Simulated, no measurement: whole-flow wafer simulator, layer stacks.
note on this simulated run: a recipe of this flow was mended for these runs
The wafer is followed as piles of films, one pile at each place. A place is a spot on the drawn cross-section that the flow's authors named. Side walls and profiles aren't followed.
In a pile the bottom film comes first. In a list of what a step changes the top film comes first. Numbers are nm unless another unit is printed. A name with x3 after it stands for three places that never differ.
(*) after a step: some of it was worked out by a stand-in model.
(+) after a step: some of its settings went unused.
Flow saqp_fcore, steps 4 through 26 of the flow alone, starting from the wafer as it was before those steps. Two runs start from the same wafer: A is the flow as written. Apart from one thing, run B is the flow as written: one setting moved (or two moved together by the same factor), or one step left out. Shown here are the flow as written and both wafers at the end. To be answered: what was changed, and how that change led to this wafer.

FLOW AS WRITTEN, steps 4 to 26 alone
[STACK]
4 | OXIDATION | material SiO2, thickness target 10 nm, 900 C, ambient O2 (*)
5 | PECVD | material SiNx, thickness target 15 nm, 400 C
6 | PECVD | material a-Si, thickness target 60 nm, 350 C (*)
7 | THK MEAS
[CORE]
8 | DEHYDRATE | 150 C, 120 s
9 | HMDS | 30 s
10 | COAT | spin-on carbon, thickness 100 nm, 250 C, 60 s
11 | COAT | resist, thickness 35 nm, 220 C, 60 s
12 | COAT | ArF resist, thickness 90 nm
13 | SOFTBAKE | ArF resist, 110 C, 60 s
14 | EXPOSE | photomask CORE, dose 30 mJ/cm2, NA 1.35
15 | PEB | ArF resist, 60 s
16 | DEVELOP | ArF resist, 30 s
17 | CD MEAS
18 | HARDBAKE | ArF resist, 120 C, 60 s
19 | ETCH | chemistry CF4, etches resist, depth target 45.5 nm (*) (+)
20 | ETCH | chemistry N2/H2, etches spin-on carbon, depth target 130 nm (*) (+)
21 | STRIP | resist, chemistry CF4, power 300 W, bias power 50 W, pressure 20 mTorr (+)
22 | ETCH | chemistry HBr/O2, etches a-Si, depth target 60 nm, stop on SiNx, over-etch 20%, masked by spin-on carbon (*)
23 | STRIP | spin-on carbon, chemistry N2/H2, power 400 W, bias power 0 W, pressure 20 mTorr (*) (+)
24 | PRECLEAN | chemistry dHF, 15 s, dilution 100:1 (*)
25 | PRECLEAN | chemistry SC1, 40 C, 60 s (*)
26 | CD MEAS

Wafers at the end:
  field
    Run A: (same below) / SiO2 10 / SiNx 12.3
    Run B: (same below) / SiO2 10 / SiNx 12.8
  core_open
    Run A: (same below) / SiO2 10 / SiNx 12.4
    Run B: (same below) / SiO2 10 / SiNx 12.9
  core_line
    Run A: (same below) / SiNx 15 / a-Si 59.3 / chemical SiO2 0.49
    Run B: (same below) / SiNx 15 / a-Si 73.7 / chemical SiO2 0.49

The reason: step 6, PECVD: thickness target 74.4 nm was run, while the flow as written has thickness target 60 nm; step 20, ETCH: depth target 161.2 nm was run, where the flow has depth target 130 nm.

How this came from the change, step by step:
  6 | PECVD | material a-Si, thickness target 60 nm, 350 C (*)
      field, core_open, core_line: A a-Si gains 60 (new film) | B a-Si gains 74.4 (new film)
  20 | ETCH | chemistry N2/H2, etches spin-on carbon, depth target 130 nm (*) (+)
      field, core_open: A spin-on carbon loses 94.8 (all of it), a-Si loses 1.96 | B spin-on carbon loses 94.8 (all of it), a-Si loses 2.63
      core_line: A ArF resist loses 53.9 (all of it), resist loses 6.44 | B ArF resist loses 53.9 (all of it), resist loses 7.25
  21 | STRIP | resist, chemistry CF4, power 300 W, bias power 50 W, pressure 20 mTorr (+)
      field: A a-Si loses 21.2 | B a-Si loses 20.6
      core_open: A a-Si loses 18.7 | B a-Si loses 18.1
      (as well as at 1 more place)
  22 | ETCH | chemistry HBr/O2, etches a-Si, depth target 60 nm, stop on SiNx, over-etch 20%, masked by spin-on carbon (*)
      field: A a-Si loses 36.8 (all of it), SiNx loses 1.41 | B a-Si loses 51.2 (all of it), SiNx loses 0.83
      core_open: A a-Si loses 39.4 (all of it), SiNx loses 1.3 | B a-Si loses 53.6 (all of it), SiNx loses 0.73
      (as well as at 1 more place)
  23 | STRIP | spin-on carbon, chemistry N2/H2, power 400 W, bias power 0 W, pressure 20 mTorr (*) (+)
      core_line: A spin-on carbon loses 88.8 (all of it) | B spin-on carbon loses 85.3 (all of it)
